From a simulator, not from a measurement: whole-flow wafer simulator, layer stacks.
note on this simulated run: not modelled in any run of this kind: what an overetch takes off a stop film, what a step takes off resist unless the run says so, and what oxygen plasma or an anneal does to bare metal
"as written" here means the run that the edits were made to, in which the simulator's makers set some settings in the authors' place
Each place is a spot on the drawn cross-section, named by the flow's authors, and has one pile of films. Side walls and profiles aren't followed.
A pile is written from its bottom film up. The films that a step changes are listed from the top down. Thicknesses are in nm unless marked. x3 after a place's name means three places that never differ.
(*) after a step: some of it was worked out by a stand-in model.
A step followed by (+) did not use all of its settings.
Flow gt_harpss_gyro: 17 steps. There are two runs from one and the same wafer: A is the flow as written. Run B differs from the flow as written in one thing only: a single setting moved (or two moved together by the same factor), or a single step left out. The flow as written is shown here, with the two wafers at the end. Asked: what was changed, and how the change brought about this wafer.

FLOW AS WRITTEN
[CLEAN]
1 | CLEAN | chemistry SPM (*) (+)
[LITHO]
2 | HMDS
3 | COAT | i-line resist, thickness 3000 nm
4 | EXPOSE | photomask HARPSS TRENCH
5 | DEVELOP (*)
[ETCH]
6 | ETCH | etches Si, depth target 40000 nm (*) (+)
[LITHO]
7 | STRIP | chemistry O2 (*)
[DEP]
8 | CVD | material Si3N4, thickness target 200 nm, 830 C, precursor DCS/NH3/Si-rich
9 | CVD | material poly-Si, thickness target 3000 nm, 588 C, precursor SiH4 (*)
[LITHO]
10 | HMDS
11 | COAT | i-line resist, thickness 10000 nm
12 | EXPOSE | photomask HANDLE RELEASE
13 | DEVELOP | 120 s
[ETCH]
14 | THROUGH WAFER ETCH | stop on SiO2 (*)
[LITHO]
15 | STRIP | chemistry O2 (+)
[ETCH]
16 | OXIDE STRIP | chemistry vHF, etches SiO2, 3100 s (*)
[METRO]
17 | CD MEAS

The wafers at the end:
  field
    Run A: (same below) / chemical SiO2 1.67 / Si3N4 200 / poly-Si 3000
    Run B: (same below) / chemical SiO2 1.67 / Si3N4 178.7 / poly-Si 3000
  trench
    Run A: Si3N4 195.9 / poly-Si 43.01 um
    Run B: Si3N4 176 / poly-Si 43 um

What caused this: step 8, CVD: 816 C was run, though the flow has 830 C.

Step by step, how the change led to this:
  8 | CVD | material Si3N4, thickness target 200 nm, 830 C, precursor DCS/NH3/Si-rich
      field: A +200 Si3N4 (new film) | B +178.7 Si3N4 (new film)
      trench: A +195.9 Si3N4 (new film) | B +176 Si3N4 (new film)
  9 | CVD | material poly-Si, thickness target 3000 nm, 588 C, precursor SiH4 (*)
      trench: A +43.01 um poly-Si (new film) | B +43 um poly-Si (new film)
